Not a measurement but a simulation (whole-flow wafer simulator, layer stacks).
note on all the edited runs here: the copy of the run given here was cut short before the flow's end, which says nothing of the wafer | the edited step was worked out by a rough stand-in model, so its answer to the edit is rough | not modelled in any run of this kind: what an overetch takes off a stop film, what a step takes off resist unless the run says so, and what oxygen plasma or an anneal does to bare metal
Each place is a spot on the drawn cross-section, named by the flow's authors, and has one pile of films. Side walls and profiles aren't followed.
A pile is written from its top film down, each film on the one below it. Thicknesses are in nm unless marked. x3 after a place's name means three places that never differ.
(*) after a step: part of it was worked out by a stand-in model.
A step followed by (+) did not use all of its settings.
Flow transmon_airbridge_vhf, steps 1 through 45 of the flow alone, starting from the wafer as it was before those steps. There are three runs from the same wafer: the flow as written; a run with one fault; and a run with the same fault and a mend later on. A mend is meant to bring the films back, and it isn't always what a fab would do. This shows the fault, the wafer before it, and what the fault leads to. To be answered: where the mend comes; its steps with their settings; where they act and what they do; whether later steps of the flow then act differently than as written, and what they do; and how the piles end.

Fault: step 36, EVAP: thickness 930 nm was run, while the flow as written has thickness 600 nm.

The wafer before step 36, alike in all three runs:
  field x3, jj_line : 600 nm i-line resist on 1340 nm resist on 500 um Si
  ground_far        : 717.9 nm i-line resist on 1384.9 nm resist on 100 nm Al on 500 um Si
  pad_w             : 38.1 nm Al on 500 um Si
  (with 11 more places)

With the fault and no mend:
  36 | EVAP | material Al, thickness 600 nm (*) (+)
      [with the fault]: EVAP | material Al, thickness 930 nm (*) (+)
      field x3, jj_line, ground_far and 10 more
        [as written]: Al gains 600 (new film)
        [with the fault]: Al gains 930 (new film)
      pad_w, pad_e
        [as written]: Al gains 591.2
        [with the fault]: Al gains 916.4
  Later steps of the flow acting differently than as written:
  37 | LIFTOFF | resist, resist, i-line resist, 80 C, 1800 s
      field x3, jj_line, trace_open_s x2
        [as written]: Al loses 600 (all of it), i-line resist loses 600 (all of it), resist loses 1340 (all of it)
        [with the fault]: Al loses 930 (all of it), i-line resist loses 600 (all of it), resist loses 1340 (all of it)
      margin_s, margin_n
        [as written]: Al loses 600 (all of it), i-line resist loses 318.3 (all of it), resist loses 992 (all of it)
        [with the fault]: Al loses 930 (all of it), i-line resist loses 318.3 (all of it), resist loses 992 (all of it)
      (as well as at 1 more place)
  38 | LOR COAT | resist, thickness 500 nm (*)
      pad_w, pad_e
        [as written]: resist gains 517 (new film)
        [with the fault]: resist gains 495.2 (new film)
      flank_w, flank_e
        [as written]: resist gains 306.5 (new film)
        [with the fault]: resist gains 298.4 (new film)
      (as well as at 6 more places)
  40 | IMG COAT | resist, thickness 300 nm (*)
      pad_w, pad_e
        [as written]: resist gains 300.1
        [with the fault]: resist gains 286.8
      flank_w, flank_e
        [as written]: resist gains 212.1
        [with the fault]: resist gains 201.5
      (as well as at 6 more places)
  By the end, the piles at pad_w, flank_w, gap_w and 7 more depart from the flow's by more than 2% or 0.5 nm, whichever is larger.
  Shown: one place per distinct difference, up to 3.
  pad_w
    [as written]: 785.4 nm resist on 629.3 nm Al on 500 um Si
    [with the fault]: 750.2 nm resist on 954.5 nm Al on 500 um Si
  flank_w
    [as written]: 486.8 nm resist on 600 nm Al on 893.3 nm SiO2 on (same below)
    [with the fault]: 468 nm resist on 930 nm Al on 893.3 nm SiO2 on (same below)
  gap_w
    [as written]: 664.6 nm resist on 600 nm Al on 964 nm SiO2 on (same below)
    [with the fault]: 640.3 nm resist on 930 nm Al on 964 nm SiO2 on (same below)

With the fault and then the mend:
  The mend stands after step 36.
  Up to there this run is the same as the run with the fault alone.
  36a | METAL ETCH | etches Al, depth 330 nm (a further turn of the flow's step 11, with different settings)
      field x3, jj_line, ground_far and 12 more
        Al loses 330
  Every later step of the flow that is run acts as written, at every place that is followed, to within 2% or 0.5 nm, whichever is larger.
  The piles end only slightly different from the flow's at the places that both follow, by no more than 2% or 0.5 nm, whichever is larger.
